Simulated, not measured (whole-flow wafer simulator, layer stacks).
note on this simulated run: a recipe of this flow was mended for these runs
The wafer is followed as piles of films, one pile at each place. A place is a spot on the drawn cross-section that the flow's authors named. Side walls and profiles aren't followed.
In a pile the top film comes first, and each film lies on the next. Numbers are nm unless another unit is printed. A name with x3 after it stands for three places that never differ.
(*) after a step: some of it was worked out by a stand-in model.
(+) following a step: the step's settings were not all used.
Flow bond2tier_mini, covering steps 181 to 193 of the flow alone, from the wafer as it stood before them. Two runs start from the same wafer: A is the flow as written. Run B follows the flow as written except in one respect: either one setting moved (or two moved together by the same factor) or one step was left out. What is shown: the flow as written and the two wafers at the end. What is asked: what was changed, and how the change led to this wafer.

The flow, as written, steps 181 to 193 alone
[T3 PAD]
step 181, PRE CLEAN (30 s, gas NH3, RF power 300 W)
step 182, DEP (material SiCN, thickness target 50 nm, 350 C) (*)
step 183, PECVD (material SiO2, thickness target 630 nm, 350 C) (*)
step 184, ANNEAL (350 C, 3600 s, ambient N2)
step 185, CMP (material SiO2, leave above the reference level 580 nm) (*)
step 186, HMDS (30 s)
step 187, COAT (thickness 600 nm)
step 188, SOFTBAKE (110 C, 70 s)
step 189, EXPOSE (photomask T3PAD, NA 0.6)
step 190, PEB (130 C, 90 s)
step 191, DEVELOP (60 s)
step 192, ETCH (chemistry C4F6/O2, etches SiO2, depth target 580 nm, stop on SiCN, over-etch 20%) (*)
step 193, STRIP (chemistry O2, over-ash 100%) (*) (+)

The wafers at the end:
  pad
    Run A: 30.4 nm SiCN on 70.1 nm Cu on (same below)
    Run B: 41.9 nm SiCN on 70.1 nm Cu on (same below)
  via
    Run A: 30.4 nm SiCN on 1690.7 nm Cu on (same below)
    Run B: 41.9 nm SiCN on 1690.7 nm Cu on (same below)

The reason: step 192, ETCH: over-etch 8.25% was run, while the flow as written has over-etch 20%.

The path from the change to this, step by step:
  step 192, ETCH (chemistry C4F6/O2, etches SiO2, depth target 580 nm, stop on SiCN, over-etch 20%) (*)
      pad, via: A SiO2 loses 580 (all of it), SiCN loses 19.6 | B SiO2 loses 580 (all of it), SiCN loses 8.07
      field: A thick-KrF-resist loses 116 | B thick-KrF-resist loses 104.6
  step 193, STRIP (chemistry O2, over-ash 100%) (*) (+)
      field: A thick-KrF-resist loses 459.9 (all of it) | B thick-KrF-resist loses 471.3 (all of it)
